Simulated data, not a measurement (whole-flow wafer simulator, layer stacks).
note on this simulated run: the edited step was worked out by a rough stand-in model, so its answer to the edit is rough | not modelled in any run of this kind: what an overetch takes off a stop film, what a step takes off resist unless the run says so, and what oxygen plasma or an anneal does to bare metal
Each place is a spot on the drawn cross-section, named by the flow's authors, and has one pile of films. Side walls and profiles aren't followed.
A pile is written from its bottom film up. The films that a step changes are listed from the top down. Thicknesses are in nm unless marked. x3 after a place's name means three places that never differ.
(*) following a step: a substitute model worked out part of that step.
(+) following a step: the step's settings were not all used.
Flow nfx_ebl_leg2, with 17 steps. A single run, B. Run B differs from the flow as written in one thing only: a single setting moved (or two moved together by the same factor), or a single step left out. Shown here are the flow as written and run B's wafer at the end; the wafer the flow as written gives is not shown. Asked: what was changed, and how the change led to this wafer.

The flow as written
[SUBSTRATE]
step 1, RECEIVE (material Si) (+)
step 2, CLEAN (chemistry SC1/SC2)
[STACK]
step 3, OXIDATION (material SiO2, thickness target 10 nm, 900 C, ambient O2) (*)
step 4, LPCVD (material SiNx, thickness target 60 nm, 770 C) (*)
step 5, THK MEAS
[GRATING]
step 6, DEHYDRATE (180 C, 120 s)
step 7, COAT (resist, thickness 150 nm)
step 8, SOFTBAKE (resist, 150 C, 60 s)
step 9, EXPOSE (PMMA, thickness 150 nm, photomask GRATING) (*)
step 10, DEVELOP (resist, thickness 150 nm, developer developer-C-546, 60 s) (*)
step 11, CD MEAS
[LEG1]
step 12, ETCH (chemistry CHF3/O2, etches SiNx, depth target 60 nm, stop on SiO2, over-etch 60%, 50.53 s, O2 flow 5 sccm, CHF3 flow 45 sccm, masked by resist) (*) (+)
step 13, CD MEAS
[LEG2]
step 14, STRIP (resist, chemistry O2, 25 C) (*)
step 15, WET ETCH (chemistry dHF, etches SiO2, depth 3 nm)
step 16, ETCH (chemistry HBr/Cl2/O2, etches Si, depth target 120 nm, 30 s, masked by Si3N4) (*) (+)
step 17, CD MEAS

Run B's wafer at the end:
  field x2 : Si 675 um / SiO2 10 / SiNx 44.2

Cause: step 4, LPCVD: thickness target 51 nm was run, though the flow has thickness target 60 nm.

How this came from the change, step by step:
  step 4, LPCVD (material SiNx, thickness target 60 nm, 770 C) (*)
      field x2, pad x2: SiNx gains 51 (new film) (it would be, as written: SiNx gains 60 (new film))
  step 12, ETCH (chemistry CHF3/O2, etches SiNx, depth target 60 nm, stop on SiO2, over-etch 60%, 50.53 s, O2 flow 5 sccm, CHF3 flow 45 sccm, masked by resist) (*) (+)
      pad x2: SiNx loses 51 (all of it), SiO2 loses 10 (all of it) (it would be, as written: SiNx loses 60 (all of it), SiO2 loses 10 (all of it))
